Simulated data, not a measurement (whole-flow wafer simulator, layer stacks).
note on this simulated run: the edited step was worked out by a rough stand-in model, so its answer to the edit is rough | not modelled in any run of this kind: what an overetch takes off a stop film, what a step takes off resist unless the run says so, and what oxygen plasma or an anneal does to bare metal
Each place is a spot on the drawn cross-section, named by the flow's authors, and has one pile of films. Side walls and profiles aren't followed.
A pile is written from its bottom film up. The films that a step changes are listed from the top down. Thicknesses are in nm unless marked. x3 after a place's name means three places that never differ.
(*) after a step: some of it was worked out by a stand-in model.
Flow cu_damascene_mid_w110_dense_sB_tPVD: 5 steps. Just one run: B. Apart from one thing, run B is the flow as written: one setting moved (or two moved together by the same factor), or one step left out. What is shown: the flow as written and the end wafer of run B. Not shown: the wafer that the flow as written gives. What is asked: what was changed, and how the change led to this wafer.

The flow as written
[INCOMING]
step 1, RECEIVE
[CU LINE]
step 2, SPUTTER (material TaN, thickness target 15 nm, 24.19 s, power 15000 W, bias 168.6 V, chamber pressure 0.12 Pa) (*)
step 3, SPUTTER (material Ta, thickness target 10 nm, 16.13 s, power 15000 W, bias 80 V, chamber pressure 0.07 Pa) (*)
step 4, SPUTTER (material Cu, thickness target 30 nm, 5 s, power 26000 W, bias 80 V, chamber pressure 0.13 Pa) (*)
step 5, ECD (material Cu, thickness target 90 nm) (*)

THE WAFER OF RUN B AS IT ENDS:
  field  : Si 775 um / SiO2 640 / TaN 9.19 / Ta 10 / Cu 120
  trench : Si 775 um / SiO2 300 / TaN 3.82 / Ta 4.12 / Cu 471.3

Cause: step 2, SPUTTER: 14.82 s was run, while the flow as written has 24.19 s.

The path from the change to this, step by step:
  step 2, SPUTTER (material TaN, thickness target 15 nm, 24.19 s, power 15000 W, bias 168.6 V, chamber pressure 0.12 Pa) (*)
      field: TaN gains 9.19 (new film) (it would be, as written: TaN gains 15 (new film))
      trench: TaN gains 3.82 (new film) (it would be, as written: TaN gains 6.23 (new film))
